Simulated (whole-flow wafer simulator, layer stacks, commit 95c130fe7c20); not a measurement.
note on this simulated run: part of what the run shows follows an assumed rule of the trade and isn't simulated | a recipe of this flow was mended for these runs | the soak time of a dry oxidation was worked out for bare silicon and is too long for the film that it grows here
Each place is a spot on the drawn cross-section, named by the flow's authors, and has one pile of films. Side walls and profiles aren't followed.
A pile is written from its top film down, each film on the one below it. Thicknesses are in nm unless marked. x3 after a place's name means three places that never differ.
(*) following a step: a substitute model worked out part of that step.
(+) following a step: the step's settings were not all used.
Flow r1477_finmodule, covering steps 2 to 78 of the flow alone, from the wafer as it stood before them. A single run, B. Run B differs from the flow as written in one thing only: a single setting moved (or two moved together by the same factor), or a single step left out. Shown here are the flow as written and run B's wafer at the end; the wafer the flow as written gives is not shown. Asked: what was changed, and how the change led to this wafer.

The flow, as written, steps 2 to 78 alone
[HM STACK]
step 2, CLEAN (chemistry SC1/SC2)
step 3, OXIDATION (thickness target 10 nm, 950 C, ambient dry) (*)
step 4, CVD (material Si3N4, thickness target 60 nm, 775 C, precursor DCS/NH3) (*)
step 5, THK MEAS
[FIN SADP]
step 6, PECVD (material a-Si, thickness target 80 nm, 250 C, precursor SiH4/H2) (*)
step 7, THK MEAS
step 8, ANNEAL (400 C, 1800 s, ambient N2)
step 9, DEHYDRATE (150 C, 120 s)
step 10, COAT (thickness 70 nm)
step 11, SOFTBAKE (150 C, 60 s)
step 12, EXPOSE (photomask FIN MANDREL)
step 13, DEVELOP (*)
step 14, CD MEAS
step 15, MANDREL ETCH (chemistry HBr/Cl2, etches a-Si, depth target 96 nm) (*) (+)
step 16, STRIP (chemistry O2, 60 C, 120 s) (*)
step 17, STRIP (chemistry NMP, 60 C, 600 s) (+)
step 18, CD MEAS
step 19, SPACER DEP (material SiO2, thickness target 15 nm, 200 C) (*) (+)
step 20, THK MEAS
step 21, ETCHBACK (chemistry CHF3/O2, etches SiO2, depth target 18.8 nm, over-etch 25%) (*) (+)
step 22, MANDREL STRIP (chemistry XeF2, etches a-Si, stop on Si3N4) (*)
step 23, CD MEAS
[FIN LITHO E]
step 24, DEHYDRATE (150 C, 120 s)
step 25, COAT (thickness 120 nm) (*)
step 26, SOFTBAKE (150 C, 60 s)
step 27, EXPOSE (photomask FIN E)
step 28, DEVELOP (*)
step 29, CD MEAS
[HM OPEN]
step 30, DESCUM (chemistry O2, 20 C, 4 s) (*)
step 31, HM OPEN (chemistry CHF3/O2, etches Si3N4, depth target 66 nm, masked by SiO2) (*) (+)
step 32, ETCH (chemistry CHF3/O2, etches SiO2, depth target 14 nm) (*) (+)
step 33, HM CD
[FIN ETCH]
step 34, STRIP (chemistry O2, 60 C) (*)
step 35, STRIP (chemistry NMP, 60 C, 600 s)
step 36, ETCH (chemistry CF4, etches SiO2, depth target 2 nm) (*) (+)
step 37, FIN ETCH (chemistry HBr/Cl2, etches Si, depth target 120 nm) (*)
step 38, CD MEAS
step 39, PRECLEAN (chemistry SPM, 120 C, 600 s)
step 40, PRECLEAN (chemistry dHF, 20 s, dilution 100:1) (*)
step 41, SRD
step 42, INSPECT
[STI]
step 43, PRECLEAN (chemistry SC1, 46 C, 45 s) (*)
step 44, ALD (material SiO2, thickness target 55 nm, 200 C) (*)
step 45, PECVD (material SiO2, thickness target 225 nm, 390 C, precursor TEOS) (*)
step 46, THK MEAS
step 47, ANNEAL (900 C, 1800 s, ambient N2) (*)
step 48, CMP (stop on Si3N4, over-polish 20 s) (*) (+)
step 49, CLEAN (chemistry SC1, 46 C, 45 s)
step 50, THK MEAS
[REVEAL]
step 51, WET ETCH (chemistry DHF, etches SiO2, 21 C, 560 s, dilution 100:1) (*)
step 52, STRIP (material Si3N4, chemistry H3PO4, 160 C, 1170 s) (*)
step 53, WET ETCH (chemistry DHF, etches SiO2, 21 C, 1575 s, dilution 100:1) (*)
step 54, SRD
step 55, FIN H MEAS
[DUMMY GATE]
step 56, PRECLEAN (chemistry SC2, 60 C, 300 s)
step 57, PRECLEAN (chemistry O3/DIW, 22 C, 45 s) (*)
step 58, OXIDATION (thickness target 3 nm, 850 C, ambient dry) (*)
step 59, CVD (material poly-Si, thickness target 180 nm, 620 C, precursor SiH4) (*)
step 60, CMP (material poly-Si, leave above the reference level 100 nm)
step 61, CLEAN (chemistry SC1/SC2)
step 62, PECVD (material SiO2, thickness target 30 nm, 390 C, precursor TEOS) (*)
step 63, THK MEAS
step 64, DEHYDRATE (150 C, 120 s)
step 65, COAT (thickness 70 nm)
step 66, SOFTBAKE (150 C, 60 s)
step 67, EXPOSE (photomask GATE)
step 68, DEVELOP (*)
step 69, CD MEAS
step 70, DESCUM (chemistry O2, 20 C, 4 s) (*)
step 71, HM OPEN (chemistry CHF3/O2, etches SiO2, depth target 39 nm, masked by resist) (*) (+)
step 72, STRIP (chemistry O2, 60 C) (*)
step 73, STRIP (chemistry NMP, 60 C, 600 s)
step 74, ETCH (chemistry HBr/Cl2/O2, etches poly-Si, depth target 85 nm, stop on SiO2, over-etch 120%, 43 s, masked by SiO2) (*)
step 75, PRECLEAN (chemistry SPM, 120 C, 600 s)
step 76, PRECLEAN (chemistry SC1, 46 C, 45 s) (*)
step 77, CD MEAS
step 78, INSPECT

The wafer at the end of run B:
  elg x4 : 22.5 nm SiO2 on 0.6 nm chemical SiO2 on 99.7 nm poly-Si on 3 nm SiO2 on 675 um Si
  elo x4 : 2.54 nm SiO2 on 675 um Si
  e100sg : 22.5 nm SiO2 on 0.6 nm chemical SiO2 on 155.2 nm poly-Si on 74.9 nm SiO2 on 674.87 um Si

The reason: step 3, OXIDATION: thickness target 10 nm, 950 C, ambient dry (*), was not run.

How this came from the change, step by step:
  step 31, HM OPEN (chemistry CHF3/O2, etches Si3N4, depth target 66 nm, masked by SiO2) (*) (+)
      pad, padg, esg and 13 more: Si3N4 loses 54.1 (all of it), chemical SiO2 loses 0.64 (all of it), Si loses 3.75 (in the flow as written it would be: Si3N4 loses 54.1 (all of it), SiO2 loses 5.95)
      s40cg, s45cg, s50cg, s40co, s45co, s50co: Si3N4 loses 60 (all of it), chemical SiO2 loses 0.64 (all of it), Si loses 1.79 (in the flow as written it would be: Si3N4 loses 60 (all of it), SiO2 loses 3)
  step 32, ETCH (chemistry CHF3/O2, etches SiO2, depth target 14 nm) (*) (+)
      pad, padg: Si loses 2.8 (in the flow as written it would be: SiO2 loses 4.05 (all of it), Si loses 1.99)
      esg, eso: Si loses 2.31 (in the flow as written it would be: SiO2 loses 4.05 (all of it), Si loses 1.99)
      (and at 18 other places as well)
  step 44, ALD (material SiO2, thickness target 55 nm, 200 C) (*)
      s45cg, s50cg, s45co, s50co: SiO2 gains 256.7 (new film) (in the flow as written it would be: SiO2 gains 263.2 (new film))
      esg, eso: SiO2 gains 217.9 (new film) (in the flow as written it would be: SiO2 gains 223.2 (new film))
      (and at 8 other places as well)
  step 48, CMP (stop on Si3N4, over-polish 20 s) (*) (+)
      pad, padg: SiO2 loses 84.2 (in the flow as written it would be: SiO2 loses 79.4)
  step 52, STRIP (material Si3N4, chemistry H3PO4, 160 C, 1170 s) (*)
      elg x4, elo x4: Si3N4 loses 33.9 (all of it), chemical SiO2 loses 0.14, Si loses 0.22 (in the flow as written it would be: Si3N4 loses 33.9 (all of it), SiO2 loses 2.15)
      s40sg_line, s45sg_line, s50sg_line, s40so_line, s45so_line, s50so_line: Si3N4 loses 55.1 (all of it), chemical SiO2 loses 0.14, Si loses 0.22 (in the flow as written it would be: Si3N4 loses 55.1 (all of it), SiO2 loses 1.49)
  step 53, WET ETCH (chemistry DHF, etches SiO2, 21 C, 1575 s, dilution 100:1) (*)
      elg x4, elo x4: chemical SiO2 loses 0.5 (all of it) (in the flow as written it would be: SiO2 loses 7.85 (all of it))
      s40sg_line, s45sg_line, s50sg_line, s40so_line, s45so_line, s50so_line: chemical SiO2 loses 0.5 (all of it) (in the flow as written it would be: SiO2 loses 8.51 (all of it))
  step 59, CVD (material poly-Si, thickness target 180 nm, 620 C, precursor SiH4) (*)
      esg, e40sg, e100sg and 15 more: poly-Si gains 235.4 (new film) (in the flow as written it would be: poly-Si gains 226.3 (new film))
      e200sg, e200so: poly-Si gains 235.4 (new film) (in the flow as written it would be: poly-Si gains 219.2 (new film))
  step 60, CMP (material poly-Si, leave above the reference level 100 nm)
      pad, padg: poly-Si loses 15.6 (in the flow as written it would be: poly-Si loses 24.8)
      e200sg, e200so: poly-Si loses 80 (in the flow as written it would be: poly-Si loses 72.9)
  step 74, ETCH (chemistry HBr/Cl2/O2, etches poly-Si, depth target 85 nm, stop on SiO2, over-etch 120%, 43 s, masked by SiO2) (*)
      eso, e40so, e100so and 7 more: chemical SiO2 loses 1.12 (all of it), poly-Si loses 153 (all of it), SiO2 loses 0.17 (in the flow as written it would be: chemical SiO2 loses 1.12 (all of it), poly-Si loses 143.9 (all of it), SiO2 loses 0.22)
      pad: chemical SiO2 loses 1.12 (all of it), poly-Si loses 161.9 (all of it), SiO2 loses 0.13 (in the flow as written it would be: chemical SiO2 loses 1.12 (all of it), poly-Si loses 152.8 (all of it), SiO2 loses 0.17)
